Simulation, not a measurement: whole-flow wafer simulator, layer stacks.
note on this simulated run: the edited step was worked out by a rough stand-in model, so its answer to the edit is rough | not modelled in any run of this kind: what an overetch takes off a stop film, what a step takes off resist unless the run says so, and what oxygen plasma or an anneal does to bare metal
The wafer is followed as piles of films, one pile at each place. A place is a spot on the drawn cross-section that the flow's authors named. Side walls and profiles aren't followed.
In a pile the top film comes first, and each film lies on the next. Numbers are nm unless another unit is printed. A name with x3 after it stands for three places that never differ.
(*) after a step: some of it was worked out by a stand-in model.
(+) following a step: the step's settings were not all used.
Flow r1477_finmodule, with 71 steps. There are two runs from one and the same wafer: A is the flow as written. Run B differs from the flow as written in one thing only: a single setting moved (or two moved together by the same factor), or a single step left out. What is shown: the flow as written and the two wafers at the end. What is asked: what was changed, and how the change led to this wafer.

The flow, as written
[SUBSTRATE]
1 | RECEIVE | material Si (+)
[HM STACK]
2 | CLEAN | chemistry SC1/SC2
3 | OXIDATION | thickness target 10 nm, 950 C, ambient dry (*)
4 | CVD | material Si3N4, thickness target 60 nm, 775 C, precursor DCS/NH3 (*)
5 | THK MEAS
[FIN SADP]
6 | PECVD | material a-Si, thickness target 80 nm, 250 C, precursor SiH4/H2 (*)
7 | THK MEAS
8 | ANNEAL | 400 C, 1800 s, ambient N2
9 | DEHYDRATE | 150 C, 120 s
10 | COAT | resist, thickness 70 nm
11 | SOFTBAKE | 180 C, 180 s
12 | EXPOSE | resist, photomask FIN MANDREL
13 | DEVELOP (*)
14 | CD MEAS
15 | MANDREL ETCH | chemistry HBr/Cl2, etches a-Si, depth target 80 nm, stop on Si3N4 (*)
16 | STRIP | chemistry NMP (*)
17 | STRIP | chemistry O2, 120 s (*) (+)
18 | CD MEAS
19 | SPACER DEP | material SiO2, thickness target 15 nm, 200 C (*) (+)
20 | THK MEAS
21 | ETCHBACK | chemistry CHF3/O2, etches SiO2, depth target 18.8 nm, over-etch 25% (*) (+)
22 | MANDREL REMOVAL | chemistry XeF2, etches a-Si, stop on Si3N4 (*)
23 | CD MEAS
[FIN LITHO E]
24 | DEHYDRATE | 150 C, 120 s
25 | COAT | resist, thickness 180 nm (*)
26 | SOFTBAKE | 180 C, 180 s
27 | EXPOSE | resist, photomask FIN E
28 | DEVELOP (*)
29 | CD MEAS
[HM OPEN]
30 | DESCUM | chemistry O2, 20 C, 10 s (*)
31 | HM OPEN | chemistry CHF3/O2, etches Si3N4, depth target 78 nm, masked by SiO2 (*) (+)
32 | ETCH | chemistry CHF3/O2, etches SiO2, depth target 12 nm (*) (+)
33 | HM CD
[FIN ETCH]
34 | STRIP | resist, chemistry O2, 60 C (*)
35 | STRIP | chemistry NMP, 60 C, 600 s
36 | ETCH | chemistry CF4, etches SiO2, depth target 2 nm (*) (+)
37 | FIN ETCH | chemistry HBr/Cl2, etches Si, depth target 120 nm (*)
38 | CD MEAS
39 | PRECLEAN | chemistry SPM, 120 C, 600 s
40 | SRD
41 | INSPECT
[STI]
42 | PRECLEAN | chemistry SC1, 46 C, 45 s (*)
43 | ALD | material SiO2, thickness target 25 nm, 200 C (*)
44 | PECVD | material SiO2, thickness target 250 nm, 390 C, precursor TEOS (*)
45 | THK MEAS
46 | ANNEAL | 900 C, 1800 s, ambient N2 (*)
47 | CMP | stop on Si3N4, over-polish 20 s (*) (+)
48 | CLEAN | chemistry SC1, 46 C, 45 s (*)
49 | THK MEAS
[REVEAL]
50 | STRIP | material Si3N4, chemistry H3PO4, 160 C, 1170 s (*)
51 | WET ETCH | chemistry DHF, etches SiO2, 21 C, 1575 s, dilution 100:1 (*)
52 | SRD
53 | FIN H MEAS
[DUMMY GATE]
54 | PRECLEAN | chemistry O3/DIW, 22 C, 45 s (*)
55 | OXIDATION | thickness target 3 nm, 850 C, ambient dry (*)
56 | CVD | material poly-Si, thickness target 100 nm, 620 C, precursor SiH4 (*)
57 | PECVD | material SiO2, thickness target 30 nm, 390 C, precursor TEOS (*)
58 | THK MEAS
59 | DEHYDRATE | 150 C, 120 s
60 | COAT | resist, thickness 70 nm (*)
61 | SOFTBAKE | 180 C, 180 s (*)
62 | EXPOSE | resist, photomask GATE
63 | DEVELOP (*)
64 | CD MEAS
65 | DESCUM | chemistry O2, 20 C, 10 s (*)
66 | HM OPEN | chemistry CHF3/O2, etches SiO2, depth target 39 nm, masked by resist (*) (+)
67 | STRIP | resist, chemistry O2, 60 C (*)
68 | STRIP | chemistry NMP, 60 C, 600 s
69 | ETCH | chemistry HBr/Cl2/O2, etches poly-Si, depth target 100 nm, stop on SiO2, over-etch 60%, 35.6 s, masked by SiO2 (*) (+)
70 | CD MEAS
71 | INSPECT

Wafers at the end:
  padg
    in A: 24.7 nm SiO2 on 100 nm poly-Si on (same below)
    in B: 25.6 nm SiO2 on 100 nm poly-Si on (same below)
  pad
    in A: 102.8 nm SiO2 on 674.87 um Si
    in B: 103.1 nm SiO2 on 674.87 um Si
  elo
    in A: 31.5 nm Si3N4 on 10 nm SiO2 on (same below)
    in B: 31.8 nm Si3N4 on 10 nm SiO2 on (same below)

The reason: step 69, ETCH: depth target 82.5 nm was run, while the flow as written has depth target 100 nm; step 69, ETCH: 29.4 s was run, where the flow has 35.6 s.

The path from the change to this, step by step:
  69 | ETCH | chemistry HBr/Cl2/O2, etches poly-Si, depth target 100 nm, stop on SiO2, over-etch 60%, 35.6 s, masked by SiO2 (*) (+)
      padg, elg, esg and 15 more: A -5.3 SiO2 | B -4.37 SiO2
